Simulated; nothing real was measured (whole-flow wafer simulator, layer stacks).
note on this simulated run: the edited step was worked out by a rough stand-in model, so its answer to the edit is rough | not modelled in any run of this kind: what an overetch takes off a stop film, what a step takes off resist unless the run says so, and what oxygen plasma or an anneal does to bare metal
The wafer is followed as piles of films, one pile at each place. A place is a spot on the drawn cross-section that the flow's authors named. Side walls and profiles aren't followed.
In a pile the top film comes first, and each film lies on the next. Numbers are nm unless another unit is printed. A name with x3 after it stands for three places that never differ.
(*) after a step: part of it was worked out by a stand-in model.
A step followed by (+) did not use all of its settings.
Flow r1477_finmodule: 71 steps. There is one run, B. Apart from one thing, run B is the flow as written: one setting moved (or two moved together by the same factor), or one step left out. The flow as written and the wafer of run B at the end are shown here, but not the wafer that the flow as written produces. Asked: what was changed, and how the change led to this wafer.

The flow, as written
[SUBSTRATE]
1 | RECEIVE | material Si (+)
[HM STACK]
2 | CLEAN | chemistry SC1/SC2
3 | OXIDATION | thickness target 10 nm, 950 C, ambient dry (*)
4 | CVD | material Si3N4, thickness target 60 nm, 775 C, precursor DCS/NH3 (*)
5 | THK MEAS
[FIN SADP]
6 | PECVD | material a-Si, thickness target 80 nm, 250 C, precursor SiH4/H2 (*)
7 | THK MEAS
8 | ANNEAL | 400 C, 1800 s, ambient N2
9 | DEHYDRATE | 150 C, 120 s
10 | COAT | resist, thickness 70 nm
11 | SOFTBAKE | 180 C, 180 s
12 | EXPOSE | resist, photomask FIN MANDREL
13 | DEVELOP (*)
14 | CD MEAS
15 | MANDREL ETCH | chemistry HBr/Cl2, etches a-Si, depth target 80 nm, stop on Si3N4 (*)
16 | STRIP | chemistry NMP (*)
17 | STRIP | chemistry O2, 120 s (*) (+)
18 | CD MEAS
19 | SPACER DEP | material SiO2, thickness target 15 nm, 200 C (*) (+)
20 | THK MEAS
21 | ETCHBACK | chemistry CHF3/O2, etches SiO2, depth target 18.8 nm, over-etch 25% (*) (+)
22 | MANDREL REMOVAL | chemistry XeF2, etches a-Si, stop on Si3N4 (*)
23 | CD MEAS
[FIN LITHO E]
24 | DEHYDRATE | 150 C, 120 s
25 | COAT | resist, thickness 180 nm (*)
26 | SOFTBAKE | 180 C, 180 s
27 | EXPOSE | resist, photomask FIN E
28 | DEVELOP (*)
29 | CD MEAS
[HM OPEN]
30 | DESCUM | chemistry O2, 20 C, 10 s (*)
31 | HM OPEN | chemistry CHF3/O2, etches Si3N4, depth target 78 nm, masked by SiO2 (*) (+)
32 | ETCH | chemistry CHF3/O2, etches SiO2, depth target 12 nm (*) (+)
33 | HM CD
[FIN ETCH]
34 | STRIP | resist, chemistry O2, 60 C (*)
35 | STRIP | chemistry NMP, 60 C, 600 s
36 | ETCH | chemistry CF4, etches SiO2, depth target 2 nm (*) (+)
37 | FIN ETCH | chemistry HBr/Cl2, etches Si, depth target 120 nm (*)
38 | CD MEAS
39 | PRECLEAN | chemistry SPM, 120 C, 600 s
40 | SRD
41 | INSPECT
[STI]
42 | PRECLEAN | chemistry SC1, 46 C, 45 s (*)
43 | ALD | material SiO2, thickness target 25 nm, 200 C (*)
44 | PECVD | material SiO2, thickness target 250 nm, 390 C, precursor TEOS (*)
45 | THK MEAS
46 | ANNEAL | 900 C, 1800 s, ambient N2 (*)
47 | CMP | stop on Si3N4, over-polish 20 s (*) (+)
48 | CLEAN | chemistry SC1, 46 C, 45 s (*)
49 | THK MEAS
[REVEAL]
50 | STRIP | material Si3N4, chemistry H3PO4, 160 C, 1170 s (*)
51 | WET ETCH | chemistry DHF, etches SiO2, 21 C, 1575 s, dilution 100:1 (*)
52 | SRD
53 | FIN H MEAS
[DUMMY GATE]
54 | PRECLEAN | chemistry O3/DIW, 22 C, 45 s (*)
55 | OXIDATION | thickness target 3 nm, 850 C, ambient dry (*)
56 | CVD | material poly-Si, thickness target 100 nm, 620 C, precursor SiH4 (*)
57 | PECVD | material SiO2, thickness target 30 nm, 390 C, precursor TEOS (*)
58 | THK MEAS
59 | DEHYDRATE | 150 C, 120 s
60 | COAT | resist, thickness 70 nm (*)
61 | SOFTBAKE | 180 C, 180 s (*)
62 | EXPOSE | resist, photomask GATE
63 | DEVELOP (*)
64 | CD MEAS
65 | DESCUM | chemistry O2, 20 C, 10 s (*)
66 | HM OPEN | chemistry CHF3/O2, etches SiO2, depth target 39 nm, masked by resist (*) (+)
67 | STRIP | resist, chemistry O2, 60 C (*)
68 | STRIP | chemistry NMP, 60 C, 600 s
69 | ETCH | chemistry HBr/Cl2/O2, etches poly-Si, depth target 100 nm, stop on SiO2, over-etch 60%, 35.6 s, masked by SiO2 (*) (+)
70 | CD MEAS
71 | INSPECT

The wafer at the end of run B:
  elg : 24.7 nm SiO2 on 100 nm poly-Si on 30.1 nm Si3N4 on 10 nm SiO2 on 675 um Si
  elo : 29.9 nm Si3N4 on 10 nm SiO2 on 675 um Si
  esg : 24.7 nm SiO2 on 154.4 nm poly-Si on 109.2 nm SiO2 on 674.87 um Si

Cause: step 21, ETCHBACK: depth target 20.7 nm was run, while the flow as written has depth target 18.8 nm.

The path from the change to this, step by step:
  21 | ETCHBACK | chemistry CHF3/O2, etches SiO2, depth target 18.8 nm, over-etch 25% (*) (+)
      pad, padg, elg and 21 more: -15 SiO2 (all of it), -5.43 Si3N4 (in the flow as written it would be: -15 SiO2 (all of it), -3.62 Si3N4)
      s40sg_line, s45sg_line, s50sg_line, s40so_line, s45so_line, s50so_line: +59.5 SiO2 (in the flow as written it would be: +61.4 SiO2)
  31 | HM OPEN | chemistry CHF3/O2, etches Si3N4, depth target 78 nm, masked by SiO2 (*) (+)
      pad, padg, esg and 13 more: -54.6 Si3N4 (all of it), -10 SiO2 (all of it) (in the flow as written it would be: -56.4 Si3N4 (all of it), -10 SiO2 (all of it))
  51 | WET ETCH | chemistry DHF, etches SiO2, 21 C, 1575 s, dilution 100:1 (*)
      elg, e40lg, e100lg, e200lg, elo, e40lo, e100lo, e200lo: -19.7 SiO2 (all of it), -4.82 Si3N4 (in the flow as written it would be: -17.8 SiO2 (all of it), -4.97 Si3N4)
  67 | STRIP | resist, chemistry O2, 60 C (*)
      e40sg: -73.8 resist (all of it) (in the flow as written it would be: -75.4 resist (all of it))
      e100sg: -73.7 resist (all of it) (in the flow as written it would be: -75.3 resist (all of it))
      (as well as at 1 more place)
